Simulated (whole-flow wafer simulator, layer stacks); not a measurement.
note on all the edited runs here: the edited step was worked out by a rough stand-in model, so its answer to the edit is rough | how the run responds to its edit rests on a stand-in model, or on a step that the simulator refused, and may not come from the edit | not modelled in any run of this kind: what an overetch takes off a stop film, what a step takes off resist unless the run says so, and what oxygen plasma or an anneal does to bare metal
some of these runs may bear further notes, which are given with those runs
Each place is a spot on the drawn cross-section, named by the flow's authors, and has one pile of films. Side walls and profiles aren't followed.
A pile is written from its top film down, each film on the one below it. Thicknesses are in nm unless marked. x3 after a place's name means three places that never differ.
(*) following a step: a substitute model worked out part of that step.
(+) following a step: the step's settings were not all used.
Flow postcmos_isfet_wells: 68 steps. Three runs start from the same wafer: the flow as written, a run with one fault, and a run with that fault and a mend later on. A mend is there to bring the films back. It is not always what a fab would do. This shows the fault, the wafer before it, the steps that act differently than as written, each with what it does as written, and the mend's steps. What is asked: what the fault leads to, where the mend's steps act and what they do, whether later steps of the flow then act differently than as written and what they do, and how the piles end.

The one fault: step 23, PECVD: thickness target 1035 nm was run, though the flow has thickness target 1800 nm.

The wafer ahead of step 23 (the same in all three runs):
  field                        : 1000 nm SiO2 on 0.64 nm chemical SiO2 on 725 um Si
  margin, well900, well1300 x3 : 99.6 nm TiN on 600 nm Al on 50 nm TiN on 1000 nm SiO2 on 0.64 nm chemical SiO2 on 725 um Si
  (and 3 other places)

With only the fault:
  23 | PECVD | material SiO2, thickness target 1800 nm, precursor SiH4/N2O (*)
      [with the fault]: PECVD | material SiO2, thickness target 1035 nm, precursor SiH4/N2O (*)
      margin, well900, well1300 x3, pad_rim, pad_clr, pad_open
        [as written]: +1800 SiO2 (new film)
        [with the fault]: +1035 SiO2 (new film)
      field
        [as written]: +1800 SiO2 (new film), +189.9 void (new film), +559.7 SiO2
        [with the fault]: +1035 SiO2 (new film), +190.2 void (new film), +559.4 SiO2
  Later steps of the flow acting differently than as written:
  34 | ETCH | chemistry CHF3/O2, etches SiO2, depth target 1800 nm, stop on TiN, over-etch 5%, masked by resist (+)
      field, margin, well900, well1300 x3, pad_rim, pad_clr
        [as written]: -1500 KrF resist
        [with the fault]: -905.6 KrF resist
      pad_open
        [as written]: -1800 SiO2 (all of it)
        [with the fault]: -1035 SiO2 (all of it)
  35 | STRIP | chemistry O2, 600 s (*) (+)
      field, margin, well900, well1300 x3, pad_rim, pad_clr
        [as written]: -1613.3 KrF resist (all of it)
        [with the fault]: -2207.7 KrF resist (all of it)
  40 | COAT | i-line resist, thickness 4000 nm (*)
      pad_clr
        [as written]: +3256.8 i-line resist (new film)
        [with the fault]: +3500.9 i-line resist (new film)
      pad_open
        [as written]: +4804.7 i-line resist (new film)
        [with the fault]: +4528.6 i-line resist (new film)
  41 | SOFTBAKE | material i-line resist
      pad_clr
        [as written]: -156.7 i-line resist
        [with the fault]: -85.7 i-line resist
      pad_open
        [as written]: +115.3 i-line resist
        [with the fault]: +79.1 i-line resist
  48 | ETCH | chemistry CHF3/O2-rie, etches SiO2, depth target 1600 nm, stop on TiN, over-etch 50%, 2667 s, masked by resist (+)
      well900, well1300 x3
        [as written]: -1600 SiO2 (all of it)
        [with the fault]: -835 SiO2 (all of it)
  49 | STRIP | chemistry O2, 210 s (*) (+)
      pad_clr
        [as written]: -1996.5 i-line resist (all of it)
        [with the fault]: -2311.6 i-line resist (all of it)
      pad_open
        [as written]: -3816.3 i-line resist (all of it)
        [with the fault]: -3504.1 i-line resist (all of it)
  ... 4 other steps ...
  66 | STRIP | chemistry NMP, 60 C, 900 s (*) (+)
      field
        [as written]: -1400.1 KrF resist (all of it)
        [with the fault]: -1763 KrF resist (all of it)
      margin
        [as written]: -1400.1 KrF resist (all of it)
        [with the fault]: -1762.9 KrF resist (all of it)
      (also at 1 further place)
  By the end, the piles at field, margin, pad_rim, pad_clr depart from the flow's by more than 2% or 0.5 nm, whichever is larger.
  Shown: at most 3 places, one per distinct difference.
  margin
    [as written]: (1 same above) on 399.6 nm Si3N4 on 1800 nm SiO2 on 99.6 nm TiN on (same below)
    [with the fault]: (1 same above) on 399.6 nm Si3N4 on 1035 nm SiO2 on 99.6 nm TiN on (same below)
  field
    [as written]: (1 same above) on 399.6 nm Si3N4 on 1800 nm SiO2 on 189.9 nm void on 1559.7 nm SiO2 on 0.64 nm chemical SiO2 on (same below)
    [with the fault]: (1 same above) on 399.6 nm Si3N4 on 1035 nm SiO2 on 190.2 nm void on 1559.4 nm SiO2 on 0.64 nm chemical SiO2 on (same below)
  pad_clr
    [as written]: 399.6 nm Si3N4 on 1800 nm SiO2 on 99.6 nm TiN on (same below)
    [with the fault]: 399.6 nm Si3N4 on 1035 nm SiO2 on 99.6 nm TiN on (same below)

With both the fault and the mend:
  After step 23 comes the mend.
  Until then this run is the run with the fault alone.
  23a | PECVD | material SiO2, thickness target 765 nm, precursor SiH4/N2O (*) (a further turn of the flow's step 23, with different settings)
      field, margin, well900, well1300 x3, pad_rim, pad_clr, pad_open
        +765 SiO2
  Every later step of the flow that is run acts as written at every place that is followed.
  When the end is reached, the piles differ only a little from the flow's at the places that both follow, at most by 2% or 0.5 nm, whichever is larger.
